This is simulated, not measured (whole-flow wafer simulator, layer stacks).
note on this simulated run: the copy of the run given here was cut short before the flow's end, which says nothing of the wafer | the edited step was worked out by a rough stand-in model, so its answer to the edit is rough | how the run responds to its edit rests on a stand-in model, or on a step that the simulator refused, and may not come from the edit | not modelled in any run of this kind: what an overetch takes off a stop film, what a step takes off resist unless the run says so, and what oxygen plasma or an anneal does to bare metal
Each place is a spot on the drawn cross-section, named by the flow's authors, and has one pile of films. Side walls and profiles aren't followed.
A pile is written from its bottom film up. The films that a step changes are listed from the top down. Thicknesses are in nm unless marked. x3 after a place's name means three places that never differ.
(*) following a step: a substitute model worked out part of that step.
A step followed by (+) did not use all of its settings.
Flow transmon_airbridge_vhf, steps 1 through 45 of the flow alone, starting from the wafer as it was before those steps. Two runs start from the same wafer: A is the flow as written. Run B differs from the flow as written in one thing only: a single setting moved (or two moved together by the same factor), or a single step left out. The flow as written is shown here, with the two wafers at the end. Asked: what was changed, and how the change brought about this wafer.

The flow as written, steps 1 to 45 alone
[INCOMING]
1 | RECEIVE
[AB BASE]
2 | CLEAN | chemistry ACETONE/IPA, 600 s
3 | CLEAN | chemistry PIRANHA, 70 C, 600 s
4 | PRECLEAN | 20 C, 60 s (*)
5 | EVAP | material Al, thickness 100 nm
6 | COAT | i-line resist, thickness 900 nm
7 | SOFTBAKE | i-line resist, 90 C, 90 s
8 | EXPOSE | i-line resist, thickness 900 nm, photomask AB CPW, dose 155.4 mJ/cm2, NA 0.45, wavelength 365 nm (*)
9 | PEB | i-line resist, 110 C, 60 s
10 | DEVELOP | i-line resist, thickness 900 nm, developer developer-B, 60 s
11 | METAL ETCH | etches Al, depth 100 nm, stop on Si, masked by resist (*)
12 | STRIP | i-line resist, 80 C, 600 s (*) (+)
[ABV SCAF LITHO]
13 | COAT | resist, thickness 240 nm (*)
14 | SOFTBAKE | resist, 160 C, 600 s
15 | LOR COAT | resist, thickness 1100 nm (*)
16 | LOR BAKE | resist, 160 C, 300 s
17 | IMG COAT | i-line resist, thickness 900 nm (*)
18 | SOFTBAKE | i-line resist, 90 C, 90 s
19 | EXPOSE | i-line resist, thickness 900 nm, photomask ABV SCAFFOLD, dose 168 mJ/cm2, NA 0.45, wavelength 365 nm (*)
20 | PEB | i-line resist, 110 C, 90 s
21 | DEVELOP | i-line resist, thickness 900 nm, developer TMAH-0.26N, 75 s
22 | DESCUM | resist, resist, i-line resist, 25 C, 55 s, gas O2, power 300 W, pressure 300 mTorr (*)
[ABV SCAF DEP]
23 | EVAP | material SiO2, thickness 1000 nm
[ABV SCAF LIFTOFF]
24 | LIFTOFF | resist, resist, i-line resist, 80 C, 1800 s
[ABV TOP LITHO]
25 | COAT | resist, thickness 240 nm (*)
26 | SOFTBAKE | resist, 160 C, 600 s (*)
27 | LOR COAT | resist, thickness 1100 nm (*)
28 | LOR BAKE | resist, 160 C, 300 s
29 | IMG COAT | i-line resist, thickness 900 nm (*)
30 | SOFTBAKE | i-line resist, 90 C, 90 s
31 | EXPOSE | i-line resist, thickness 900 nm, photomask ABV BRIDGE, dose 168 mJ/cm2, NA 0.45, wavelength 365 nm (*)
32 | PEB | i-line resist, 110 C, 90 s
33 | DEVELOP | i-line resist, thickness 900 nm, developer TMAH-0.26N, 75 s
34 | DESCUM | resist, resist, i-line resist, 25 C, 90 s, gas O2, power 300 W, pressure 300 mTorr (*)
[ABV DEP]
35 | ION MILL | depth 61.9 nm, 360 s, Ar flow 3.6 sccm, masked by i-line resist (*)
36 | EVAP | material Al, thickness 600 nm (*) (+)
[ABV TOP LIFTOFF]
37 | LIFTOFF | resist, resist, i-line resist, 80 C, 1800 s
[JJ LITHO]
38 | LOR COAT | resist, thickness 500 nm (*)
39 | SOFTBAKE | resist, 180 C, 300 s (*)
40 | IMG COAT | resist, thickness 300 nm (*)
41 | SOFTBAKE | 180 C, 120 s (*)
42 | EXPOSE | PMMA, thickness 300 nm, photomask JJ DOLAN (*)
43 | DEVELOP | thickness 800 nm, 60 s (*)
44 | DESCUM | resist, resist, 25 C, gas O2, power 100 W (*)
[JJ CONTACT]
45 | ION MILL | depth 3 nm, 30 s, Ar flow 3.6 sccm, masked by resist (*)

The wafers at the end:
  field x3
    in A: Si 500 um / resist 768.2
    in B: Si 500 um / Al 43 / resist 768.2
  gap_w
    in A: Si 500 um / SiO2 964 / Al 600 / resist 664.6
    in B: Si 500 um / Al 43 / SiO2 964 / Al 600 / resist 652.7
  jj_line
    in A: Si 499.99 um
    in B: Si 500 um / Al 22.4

Cause: step 11, METAL ETCH: depth 57 nm was run, though the flow has depth 100 nm.

How this came from the change, step by step:
  11 | METAL ETCH | etches Al, depth 100 nm, stop on Si, masked by resist (*)
      field x3, jj_line, gap_w, gap_e: A Al loses 100 (all of it) | B Al loses 57
      ground_far, pad_w, flank_w and 8 more: A i-line resist loses 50 | B i-line resist loses 28.5
  12 | STRIP | i-line resist, 80 C, 600 s (*) (+)
      ground_far, pad_w, flank_w and 8 more: A i-line resist loses 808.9 (all of it) | B i-line resist loses 830.4 (all of it)
  13 | COAT | resist, thickness 240 nm (*)
      flank_w, flank_e: A resist gains 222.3 (new film) | B resist gains 229.4 (new film)
  22 | DESCUM | resist, resist, i-line resist, 25 C, 55 s, gas O2, power 300 W, pressure 300 mTorr (*)
      flank_w, flank_e: A resist loses 222.3 (all of it) | B resist loses 229.4 (all of it)
  25 | COAT | resist, thickness 240 nm (*)
      flank_w, flank_e: A resist gains 152.6 (new film) | B resist gains 157.5 (new film)
      gap_w, gap_e: A resist gains 210.7 (new film) | B resist gains 206.1 (new film)
  34 | DESCUM | resist, resist, i-line resist, 25 C, 90 s, gas O2, power 300 W, pressure 300 mTorr (*)
      flank_w, flank_e: A resist loses 152.6 (all of it) | B resist loses 157.5 (all of it)
      gap_w, gap_e: A resist loses 210.7 (all of it) | B resist loses 206.1 (all of it)
  40 | IMG COAT | resist, thickness 300 nm (*)
      flank_w, flank_e: A resist gains 212.1 | B resist gains 218.8
  45 | ION MILL | depth 3 nm, 30 s, Ar flow 3.6 sccm, masked by resist (*)
      jj_line: A Si loses 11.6 | B Al loses 20.6
Taking metal films that touch as one body, field x3 has 1 body; the flow as written gives 0 bodies.
Taking metal films that touch as one body, gap_w has 2 bodies (between them, from the top down: SiO2 964); the flow as written gives 1 body.
Taking metal films that touch as one body, jj_line has 1 body; the flow as written gives 0 bodies.
